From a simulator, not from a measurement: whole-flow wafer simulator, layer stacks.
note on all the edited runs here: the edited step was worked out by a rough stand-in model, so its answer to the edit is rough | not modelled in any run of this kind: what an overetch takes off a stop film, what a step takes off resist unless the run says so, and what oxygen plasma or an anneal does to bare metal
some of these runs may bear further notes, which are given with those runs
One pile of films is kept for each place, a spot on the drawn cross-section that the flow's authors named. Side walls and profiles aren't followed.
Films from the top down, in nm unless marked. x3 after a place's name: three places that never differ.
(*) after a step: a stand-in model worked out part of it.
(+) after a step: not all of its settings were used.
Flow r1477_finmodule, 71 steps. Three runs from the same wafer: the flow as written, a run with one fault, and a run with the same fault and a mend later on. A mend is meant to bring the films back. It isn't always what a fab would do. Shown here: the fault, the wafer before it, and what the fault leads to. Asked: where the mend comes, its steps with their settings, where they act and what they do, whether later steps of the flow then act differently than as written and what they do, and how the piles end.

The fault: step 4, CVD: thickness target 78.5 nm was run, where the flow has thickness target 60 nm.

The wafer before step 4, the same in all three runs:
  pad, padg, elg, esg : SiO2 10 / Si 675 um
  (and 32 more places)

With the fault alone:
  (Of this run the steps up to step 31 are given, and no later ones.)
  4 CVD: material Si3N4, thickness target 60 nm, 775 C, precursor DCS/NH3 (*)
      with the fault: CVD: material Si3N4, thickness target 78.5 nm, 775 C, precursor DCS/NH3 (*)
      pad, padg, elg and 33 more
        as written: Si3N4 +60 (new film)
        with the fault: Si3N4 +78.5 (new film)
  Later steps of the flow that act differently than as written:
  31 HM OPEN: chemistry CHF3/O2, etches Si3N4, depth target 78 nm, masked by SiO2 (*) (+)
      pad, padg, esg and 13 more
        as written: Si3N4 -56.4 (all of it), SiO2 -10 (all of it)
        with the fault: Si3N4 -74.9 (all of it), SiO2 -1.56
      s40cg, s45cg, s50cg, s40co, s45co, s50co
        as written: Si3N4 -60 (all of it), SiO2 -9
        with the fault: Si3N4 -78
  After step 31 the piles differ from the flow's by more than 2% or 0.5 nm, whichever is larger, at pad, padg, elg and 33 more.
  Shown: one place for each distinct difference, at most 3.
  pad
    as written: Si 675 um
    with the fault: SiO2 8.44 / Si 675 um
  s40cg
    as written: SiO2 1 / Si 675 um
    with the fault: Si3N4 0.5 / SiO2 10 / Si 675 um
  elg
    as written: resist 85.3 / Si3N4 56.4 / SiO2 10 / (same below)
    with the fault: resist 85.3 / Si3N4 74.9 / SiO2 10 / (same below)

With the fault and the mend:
  The mend comes after step 5.
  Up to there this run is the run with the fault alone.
  5a ETCH: chemistry h3po4, depth target 18.5 nm
      pad, padg, elg and 33 more
        Si3N4 -18.5
  No later step of the flow acts differently than as written at any place that is followed.
  At the end the piles are the same as the flow's at every place that both follow.
